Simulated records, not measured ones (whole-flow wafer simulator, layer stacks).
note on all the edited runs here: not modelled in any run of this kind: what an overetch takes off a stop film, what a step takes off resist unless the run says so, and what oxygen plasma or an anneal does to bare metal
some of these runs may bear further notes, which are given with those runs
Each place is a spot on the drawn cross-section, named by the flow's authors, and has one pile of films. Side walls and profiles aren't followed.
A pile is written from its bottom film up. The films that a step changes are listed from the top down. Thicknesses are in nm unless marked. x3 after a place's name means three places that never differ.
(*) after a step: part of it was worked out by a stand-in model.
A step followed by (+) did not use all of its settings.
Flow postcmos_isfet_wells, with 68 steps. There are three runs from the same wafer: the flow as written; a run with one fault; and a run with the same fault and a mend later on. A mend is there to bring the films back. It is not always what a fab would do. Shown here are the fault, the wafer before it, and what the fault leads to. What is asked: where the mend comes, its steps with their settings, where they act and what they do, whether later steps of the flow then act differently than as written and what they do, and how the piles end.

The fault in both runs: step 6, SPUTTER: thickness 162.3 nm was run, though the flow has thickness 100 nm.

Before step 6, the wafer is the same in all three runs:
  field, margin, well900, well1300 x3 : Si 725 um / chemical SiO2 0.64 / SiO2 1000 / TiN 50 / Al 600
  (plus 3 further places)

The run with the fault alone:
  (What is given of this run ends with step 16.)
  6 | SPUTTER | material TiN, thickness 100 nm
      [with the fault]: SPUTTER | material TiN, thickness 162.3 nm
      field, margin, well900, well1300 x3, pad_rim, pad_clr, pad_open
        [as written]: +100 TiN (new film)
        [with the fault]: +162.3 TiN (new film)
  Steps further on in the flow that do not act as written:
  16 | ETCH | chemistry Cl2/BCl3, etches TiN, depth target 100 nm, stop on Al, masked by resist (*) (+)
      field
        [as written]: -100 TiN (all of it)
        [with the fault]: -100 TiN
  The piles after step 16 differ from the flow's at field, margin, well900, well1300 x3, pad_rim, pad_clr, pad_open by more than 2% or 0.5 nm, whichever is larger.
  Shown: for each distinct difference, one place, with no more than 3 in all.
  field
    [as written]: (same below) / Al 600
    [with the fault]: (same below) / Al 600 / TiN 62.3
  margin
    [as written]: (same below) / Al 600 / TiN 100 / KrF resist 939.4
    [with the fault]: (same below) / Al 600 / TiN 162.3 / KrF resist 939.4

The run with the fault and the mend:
  The mend follows step 6.
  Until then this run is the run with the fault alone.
  6a | ETCH | chemistry peroxide tin strip, depth target 186.6 nm
      field, margin, well900, well1300 x3, pad_rim, pad_clr, pad_open
        -162.3 TiN (all of it)
  6b | SPUTTER | material TiN, thickness 100 nm (the flow's step 6 again)
      field, margin, well900, well1300 x3, pad_rim, pad_clr, pad_open
        +100 TiN (new film)
  Every later step of the flow that is run acts as written at every place that is followed.
  By the end, the piles equal the flow's at every place that both follow.
